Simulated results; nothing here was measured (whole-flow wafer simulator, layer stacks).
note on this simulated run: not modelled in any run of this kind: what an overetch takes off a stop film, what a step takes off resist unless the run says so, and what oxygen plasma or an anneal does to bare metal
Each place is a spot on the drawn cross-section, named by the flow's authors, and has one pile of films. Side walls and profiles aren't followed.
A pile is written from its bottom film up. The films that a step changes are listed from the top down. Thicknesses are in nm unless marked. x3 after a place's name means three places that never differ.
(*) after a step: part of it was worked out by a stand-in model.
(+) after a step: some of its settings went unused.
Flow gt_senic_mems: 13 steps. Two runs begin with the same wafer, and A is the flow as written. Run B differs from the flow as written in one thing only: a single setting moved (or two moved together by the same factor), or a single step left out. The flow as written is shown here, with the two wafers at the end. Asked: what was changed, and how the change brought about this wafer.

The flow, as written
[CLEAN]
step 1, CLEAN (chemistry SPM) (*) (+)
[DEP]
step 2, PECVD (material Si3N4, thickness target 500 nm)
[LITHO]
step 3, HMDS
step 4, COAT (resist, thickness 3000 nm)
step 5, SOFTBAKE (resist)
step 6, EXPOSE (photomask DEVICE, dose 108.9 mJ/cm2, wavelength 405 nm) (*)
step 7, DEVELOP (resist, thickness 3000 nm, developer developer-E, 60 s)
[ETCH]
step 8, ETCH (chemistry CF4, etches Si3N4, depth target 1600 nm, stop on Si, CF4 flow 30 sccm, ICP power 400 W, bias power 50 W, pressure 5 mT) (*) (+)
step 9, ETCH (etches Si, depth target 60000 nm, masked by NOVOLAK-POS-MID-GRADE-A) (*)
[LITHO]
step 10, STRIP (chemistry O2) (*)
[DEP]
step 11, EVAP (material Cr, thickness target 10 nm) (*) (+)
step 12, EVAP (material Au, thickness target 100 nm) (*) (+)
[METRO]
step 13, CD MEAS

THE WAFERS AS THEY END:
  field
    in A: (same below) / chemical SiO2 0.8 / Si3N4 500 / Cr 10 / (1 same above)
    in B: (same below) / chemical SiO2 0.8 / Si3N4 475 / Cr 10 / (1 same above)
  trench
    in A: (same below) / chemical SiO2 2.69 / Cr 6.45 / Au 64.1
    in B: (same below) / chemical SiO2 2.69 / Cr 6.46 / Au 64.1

What caused this: step 2, PECVD: thickness target 475 nm was run, though the flow has thickness target 500 nm.
The wafer lets one read it off: field has Si3N4 475, and step 2 as written asks for 500 nm.

The path from the change to this, step by step:
  step 2, PECVD (material Si3N4, thickness target 500 nm)
      field, trench: A +500 Si3N4 (new film) | B +475 Si3N4 (new film)
  step 8, ETCH (chemistry CF4, etches Si3N4, depth target 1600 nm, stop on Si, CF4 flow 30 sccm, ICP power 400 W, bias power 50 W, pressure 5 mT) (*) (+)
      field: A -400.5 resist | B -383.9 resist
      trench: A -500 Si3N4 (all of it), -0.8 chemical SiO2 (all of it) | B -475 Si3N4 (all of it), -0.8 chemical SiO2 (all of it)
